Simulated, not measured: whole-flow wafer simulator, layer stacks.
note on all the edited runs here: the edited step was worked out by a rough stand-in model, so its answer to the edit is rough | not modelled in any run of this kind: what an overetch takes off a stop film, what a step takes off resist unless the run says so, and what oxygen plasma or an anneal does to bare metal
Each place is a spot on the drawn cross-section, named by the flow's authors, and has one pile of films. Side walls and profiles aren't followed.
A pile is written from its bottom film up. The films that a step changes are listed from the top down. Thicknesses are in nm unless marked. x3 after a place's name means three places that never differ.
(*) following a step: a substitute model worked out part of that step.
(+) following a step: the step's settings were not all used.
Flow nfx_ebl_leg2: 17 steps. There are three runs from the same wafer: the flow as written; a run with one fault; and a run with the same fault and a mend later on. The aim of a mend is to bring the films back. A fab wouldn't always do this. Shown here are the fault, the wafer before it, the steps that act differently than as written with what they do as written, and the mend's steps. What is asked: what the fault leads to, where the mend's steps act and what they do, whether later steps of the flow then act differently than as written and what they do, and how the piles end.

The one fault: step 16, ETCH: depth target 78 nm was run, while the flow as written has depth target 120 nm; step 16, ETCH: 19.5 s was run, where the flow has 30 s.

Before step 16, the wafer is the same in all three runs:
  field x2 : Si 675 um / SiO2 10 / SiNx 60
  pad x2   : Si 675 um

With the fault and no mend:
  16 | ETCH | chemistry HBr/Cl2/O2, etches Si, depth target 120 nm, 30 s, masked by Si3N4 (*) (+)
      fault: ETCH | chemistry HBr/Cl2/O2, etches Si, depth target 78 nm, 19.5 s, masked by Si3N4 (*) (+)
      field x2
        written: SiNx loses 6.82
        fault: SiNx loses 4.43
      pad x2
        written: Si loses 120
        fault: Si loses 78
  None of the later steps of the flow acts differently than as written at any place that is followed.
  The piles end different from the flow's at field x2 by more than 2% or 0.5 nm, whichever is larger.
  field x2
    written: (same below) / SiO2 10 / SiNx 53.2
    fault: (same below) / SiO2 10 / SiNx 55.6

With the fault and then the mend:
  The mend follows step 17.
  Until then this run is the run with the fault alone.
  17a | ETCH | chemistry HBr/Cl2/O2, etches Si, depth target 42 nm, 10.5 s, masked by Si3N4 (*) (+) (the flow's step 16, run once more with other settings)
      field x2
        SiNx loses 2.39
      pad x2
        Si loses 42
  None of the later steps of the flow acts differently than as written at any place that is followed.
  The piles end the same as the flow's at every place that both follow.
